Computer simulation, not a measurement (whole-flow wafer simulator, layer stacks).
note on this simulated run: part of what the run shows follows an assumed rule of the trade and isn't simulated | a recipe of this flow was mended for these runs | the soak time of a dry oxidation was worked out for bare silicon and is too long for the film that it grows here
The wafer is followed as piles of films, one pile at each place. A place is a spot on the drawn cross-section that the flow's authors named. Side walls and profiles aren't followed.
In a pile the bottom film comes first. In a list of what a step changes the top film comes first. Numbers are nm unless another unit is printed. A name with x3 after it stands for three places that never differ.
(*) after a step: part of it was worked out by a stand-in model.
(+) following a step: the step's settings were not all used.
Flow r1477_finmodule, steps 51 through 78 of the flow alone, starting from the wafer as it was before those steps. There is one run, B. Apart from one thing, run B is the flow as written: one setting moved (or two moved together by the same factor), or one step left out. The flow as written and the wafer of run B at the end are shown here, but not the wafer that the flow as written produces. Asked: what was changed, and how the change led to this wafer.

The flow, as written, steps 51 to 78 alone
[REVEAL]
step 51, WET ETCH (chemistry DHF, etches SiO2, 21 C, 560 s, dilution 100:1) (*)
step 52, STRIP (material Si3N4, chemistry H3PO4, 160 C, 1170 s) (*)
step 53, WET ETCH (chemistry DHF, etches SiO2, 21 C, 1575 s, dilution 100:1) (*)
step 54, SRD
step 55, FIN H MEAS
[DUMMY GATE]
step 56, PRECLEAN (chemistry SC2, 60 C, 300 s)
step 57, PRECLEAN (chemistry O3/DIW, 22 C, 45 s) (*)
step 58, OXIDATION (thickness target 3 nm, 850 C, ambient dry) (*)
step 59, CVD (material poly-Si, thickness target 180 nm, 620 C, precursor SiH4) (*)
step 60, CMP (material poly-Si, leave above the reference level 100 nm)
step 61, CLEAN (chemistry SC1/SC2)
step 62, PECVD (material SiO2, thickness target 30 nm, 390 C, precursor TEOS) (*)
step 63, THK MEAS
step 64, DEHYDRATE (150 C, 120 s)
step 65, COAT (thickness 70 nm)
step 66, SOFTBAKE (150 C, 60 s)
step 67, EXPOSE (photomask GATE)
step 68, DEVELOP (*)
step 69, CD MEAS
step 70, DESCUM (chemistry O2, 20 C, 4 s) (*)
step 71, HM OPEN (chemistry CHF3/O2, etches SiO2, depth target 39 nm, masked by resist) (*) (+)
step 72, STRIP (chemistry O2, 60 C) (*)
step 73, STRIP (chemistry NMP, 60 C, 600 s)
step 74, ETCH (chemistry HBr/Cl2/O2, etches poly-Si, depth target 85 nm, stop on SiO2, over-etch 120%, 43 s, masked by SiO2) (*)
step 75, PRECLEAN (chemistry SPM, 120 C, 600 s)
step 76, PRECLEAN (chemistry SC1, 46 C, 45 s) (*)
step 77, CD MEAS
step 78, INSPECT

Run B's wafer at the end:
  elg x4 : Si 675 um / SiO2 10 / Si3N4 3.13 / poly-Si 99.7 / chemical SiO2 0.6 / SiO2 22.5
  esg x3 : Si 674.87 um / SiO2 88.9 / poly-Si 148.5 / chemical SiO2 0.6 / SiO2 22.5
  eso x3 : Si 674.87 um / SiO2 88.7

What caused this: step 51, WET ETCH: 381 s was run, though the flow has 560 s.

Step by step, how the change led to this:
  step 51, WET ETCH (chemistry DHF, etches SiO2, 21 C, 560 s, dilution 100:1) (*)
      elg x4, elo x4: -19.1 SiO2 (it would be, as written: -22.3 SiO2 (all of it), -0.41 Si3N4)
      esg x3, e200sg, s40cg x3, s40sg x3, eso x3, e200so, s40co x3, s40so x3: -19.1 SiO2 (it would be, as written: -28.1 SiO2)
      (also at 2 further places)
  step 52, STRIP (material Si3N4, chemistry H3PO4, 160 C, 1170 s) (*)
      elg x4, elo x4: -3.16 SiO2 (all of it), -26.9 Si3N4 (it would be, as written: -33.9 Si3N4 (all of it), -2.15 SiO2)
  step 53, WET ETCH (chemistry DHF, etches SiO2, 21 C, 1575 s, dilution 100:1) (*)
      elg x4, elo x4: -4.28 Si3N4 (it would be, as written: -7.85 SiO2 (all of it))
  step 57, PRECLEAN (chemistry O3/DIW, 22 C, 45 s) (*)
      elg x4, elo x4: nothing (it would be, as written: +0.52 chemical SiO2, -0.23 Si)
  step 58, OXIDATION (thickness target 3 nm, 850 C, ambient dry) (*)
      elg x4, elo x4: nothing (it would be, as written: +3 SiO2 (new film), -0.85 chemical SiO2 (all of it), -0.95 Si)
  step 59, CVD (material poly-Si, thickness target 180 nm, 620 C, precursor SiH4) (*)
      s40cg x3, s40sg x3, s40co x3, s40so x3: +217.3 poly-Si (new film) (it would be, as written: +226.3 poly-Si (new film))
  step 60, CMP (material poly-Si, leave above the reference level 100 nm)
      s40cg x3, s40sg x3, s40sg_line x3, s40co x3, s40so x3, s40so_line x3: -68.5 poly-Si (it would be, as written: -80 poly-Si)
      pad, padg: -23 poly-Si (it would be, as written: -24.8 poly-Si)
  step 74, ETCH (chemistry HBr/Cl2/O2, etches poly-Si, depth target 85 nm, stop on SiO2, over-etch 120%, 43 s, masked by SiO2) (*)
      elo x4: -1.12 chemical SiO2 (all of it), -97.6 poly-Si (all of it), -3.13 Si3N4 (all of it), -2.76 SiO2 (it would be, as written: -1.12 chemical SiO2 (all of it), -97.6 poly-Si (all of it), -0.45 SiO2)
      s40so_line x3: -1.12 chemical SiO2 (all of it), -109 poly-Si (all of it), -0.39 SiO2 (it would be, as written: -1.12 chemical SiO2 (all of it), -97.6 poly-Si (all of it), -0.45 SiO2)
